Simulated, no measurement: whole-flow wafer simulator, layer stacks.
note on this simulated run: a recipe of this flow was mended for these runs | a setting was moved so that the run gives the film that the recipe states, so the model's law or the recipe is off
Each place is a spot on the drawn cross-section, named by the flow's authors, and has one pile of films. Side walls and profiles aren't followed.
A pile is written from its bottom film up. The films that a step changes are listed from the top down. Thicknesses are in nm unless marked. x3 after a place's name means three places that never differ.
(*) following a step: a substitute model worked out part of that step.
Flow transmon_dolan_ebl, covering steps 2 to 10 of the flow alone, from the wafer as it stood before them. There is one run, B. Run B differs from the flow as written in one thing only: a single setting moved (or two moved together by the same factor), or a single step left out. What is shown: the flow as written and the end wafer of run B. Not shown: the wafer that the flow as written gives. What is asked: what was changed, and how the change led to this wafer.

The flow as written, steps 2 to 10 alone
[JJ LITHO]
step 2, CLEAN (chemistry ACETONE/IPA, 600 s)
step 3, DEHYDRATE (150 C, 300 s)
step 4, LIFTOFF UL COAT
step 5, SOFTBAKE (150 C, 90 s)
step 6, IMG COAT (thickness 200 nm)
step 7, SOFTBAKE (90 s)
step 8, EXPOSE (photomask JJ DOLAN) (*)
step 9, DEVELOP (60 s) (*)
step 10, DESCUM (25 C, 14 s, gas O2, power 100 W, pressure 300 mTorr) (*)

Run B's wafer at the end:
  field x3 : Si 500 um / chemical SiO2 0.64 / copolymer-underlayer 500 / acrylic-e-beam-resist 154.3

What caused this: step 6, IMG COAT: thickness 169 nm was run, while the flow as written has thickness 200 nm.

Step by step, how the change led to this:
  step 6, IMG COAT (thickness 200 nm)
      field x3, jj_line: acrylic-e-beam-resist gains 169 (new film) (in the flow as written it would be: acrylic-e-beam-resist gains 200 (new film))
  step 9, DEVELOP (60 s) (*)
      jj_line: acrylic-e-beam-resist loses 169 (all of it), copolymer-underlayer loses 500 (all of it) (in the flow as written it would be: acrylic-e-beam-resist loses 200 (all of it), copolymer-underlayer loses 500 (all of it))
